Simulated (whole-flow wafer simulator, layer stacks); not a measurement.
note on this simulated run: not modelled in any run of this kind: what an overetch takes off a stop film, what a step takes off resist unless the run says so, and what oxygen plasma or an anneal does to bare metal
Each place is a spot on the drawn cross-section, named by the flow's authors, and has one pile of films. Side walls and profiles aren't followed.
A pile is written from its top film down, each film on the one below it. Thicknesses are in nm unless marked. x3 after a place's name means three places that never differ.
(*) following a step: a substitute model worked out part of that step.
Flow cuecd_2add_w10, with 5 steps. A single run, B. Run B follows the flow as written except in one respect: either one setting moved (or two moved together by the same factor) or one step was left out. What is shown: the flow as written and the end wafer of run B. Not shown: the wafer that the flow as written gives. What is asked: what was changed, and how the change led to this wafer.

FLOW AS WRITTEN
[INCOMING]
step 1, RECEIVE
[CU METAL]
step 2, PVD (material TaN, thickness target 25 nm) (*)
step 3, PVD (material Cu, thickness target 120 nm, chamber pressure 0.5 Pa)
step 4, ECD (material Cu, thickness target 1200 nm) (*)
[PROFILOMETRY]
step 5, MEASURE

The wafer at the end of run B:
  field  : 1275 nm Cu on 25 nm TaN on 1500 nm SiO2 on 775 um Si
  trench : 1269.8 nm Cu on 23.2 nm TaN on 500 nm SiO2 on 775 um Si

What caused this: step 3, PVD: thickness target 75 nm was run, while the flow as written has thickness target 120 nm.

Step by step, how the change led to this:
  step 3, PVD (material Cu, thickness target 120 nm, chamber pressure 0.5 Pa)
      field: Cu gains 75 (new film) (it would be, as written: Cu gains 120 (new film))
      trench: Cu gains 69.8 (new film) (it would be, as written: Cu gains 111.8 (new film))
